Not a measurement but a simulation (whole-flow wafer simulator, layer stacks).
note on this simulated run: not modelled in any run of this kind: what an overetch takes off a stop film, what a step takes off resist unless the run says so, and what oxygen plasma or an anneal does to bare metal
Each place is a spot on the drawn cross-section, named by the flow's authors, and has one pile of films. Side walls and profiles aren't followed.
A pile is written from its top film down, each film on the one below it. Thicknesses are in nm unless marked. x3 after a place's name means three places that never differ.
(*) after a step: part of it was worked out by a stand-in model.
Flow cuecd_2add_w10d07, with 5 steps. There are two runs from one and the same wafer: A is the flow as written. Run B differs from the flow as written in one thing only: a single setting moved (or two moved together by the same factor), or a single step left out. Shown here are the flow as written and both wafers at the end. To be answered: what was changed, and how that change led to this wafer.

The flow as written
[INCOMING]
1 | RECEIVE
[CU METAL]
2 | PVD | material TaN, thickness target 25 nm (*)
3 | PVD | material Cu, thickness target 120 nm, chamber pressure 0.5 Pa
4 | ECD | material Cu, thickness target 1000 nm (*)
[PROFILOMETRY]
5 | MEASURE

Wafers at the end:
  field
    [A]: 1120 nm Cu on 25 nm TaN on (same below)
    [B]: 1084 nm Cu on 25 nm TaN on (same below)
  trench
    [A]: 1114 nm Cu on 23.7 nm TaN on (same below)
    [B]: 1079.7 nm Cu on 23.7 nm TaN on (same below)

Cause: step 3, PVD: thickness target 84 nm was run, while the flow as written has thickness target 120 nm.

How this came from the change, step by step:
  3 | PVD | material Cu, thickness target 120 nm, chamber pressure 0.5 Pa
      field: A Cu gains 120 (new film) | B Cu gains 84 (new film)
      trench: A Cu gains 114 (new film) | B Cu gains 79.7 (new film)
